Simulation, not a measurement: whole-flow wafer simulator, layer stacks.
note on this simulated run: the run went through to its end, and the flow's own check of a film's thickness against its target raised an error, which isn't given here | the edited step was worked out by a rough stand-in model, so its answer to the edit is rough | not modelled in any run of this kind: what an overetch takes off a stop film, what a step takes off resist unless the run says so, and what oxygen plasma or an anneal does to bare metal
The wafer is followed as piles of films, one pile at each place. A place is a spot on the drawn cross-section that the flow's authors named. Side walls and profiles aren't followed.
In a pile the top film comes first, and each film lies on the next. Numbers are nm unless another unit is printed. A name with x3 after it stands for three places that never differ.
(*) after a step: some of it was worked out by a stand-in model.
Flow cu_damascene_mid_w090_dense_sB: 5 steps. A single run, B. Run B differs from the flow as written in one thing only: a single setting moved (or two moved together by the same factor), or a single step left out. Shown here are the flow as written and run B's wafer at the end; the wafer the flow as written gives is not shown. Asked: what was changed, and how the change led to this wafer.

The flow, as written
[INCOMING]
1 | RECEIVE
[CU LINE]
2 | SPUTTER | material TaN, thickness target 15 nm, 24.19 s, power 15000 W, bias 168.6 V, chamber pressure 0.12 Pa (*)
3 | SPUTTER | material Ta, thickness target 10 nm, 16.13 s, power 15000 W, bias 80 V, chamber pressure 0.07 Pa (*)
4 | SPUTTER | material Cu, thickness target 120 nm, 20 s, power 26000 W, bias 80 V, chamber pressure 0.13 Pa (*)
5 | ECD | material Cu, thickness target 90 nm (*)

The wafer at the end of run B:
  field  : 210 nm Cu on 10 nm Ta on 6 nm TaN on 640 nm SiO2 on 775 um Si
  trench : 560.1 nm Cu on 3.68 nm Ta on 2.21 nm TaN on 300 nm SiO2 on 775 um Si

What caused this: step 2, SPUTTER: thickness target 6 nm was run, whereas the flow has thickness target 15 nm; step 2, SPUTTER: 9.68 s was run, where the flow has 24.19 s.
One can read it off the wafer: field has TaN 6, and step 2 as written asks for 15 nm.

How this came from the change, step by step:
  2 | SPUTTER | material TaN, thickness target 15 nm, 24.19 s, power 15000 W, bias 168.6 V, chamber pressure 0.12 Pa (*)
      field: +6 TaN (new film) (it would be, as written: +15 TaN (new film))
      trench: +2.21 TaN (new film) (it would be, as written: +5.51 TaN (new film))
  4 | SPUTTER | material Cu, thickness target 120 nm, 20 s, power 26000 W, bias 80 V, chamber pressure 0.13 Pa (*)
      trench: +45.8 Cu (new film) (it would be, as written: +44.3 Cu (new film))
